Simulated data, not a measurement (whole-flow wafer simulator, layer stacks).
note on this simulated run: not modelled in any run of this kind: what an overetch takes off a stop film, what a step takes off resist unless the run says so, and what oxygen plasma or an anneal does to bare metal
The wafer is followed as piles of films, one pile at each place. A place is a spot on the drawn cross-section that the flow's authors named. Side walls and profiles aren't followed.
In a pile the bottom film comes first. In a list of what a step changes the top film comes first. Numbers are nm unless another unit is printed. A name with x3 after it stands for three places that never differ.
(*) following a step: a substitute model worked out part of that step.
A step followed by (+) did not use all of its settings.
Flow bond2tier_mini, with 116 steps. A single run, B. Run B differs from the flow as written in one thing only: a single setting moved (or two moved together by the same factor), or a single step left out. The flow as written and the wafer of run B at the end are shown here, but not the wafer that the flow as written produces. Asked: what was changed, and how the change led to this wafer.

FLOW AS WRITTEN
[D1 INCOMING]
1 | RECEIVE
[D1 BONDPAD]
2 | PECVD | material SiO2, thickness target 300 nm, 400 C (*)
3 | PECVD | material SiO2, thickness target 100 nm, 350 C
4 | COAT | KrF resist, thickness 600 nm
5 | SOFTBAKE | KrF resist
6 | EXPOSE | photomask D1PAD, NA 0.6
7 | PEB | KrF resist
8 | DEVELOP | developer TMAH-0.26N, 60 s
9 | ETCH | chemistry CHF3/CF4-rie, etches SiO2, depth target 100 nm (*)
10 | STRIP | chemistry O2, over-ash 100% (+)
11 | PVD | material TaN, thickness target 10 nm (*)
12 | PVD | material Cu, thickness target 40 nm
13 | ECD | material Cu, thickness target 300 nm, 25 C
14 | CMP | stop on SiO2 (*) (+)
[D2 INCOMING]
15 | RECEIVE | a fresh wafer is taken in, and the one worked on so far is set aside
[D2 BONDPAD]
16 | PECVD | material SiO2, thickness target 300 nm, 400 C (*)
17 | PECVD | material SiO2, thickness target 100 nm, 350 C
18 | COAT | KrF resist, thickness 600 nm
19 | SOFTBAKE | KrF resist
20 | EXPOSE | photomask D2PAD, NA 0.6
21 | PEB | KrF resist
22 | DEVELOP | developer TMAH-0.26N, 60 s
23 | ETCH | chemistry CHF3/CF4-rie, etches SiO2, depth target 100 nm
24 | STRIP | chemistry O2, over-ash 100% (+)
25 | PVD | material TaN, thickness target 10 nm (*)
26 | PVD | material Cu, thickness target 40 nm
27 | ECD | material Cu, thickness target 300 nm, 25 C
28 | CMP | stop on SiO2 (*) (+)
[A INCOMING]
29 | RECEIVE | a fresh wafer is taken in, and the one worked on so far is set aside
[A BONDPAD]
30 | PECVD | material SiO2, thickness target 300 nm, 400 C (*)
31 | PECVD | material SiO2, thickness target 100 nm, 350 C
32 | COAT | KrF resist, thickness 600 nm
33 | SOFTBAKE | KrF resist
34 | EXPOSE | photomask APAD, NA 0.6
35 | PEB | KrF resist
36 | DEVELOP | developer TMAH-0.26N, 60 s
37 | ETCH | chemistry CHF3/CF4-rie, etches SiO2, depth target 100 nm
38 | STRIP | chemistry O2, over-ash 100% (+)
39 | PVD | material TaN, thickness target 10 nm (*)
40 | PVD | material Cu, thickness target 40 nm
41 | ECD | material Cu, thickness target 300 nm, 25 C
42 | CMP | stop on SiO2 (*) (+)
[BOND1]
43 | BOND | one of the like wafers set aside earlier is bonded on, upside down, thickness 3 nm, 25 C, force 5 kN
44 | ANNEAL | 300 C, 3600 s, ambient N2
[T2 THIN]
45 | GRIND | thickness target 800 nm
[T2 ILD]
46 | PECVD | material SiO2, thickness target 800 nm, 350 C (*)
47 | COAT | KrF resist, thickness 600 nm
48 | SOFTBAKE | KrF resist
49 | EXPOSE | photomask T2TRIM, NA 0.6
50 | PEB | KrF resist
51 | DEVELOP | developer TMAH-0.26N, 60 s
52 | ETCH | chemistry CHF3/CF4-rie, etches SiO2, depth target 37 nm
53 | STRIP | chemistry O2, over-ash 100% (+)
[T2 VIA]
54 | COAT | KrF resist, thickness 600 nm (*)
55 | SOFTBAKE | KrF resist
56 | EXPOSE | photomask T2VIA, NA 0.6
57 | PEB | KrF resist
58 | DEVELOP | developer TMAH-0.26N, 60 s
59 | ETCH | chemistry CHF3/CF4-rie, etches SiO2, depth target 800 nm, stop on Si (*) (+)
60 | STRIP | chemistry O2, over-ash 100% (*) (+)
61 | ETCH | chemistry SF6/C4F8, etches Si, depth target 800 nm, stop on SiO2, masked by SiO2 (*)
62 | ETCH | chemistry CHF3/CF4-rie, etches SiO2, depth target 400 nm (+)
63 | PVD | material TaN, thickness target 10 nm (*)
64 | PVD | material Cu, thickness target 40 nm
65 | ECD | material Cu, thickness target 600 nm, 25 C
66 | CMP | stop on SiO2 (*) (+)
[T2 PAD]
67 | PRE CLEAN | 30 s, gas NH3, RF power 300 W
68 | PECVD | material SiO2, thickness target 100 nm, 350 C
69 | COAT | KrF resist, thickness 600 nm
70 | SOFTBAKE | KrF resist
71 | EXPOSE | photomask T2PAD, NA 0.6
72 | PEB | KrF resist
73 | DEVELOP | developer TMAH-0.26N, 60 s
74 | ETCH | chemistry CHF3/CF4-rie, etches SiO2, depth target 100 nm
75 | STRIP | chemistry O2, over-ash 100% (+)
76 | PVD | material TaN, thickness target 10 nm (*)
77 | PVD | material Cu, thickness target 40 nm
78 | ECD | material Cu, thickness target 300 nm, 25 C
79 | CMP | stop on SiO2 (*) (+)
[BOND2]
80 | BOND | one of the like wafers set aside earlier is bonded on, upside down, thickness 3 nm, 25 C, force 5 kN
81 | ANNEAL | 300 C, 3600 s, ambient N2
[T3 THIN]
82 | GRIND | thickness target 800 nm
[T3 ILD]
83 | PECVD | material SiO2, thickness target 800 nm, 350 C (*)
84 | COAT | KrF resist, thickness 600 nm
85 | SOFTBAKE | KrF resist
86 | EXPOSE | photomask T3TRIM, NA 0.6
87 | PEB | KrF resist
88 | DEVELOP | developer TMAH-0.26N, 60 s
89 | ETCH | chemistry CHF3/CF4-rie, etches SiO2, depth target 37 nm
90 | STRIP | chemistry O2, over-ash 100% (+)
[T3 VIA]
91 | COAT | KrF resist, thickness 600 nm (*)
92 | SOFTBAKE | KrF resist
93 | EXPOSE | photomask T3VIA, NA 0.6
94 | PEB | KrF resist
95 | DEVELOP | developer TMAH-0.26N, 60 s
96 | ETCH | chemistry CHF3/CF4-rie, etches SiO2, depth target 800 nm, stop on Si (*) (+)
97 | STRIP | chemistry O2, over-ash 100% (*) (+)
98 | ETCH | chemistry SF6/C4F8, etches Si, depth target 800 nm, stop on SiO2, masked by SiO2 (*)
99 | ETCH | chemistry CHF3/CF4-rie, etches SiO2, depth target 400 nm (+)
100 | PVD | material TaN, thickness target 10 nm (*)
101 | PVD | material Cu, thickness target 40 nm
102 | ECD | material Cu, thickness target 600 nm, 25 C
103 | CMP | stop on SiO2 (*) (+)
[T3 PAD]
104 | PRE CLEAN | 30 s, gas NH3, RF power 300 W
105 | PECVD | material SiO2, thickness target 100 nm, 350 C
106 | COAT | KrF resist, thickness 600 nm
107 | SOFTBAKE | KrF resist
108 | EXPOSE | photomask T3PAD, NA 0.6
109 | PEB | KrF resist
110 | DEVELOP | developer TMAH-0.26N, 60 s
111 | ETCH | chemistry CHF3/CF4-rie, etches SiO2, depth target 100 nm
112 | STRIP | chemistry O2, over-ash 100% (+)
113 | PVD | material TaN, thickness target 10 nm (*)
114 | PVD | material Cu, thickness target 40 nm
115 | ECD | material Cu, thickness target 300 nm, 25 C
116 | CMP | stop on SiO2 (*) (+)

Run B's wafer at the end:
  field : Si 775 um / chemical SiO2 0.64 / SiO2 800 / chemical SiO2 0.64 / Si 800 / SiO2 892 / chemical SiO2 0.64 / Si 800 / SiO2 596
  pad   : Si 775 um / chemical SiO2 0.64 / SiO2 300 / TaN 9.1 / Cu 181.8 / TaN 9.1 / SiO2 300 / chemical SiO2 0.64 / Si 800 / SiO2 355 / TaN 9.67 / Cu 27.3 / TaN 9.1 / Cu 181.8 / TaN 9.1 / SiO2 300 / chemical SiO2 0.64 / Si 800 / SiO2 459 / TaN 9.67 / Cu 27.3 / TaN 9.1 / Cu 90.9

What caused this: step 99, ETCH: depth target 296 nm was run, whereas the flow has depth target 400 nm.

How this came from the change, step by step:
  99 | ETCH | chemistry CHF3/CF4-rie, etches SiO2, depth target 400 nm (+)
      field, pad: SiO2 loses 296 (in the flow as written it would be: SiO2 loses 400)
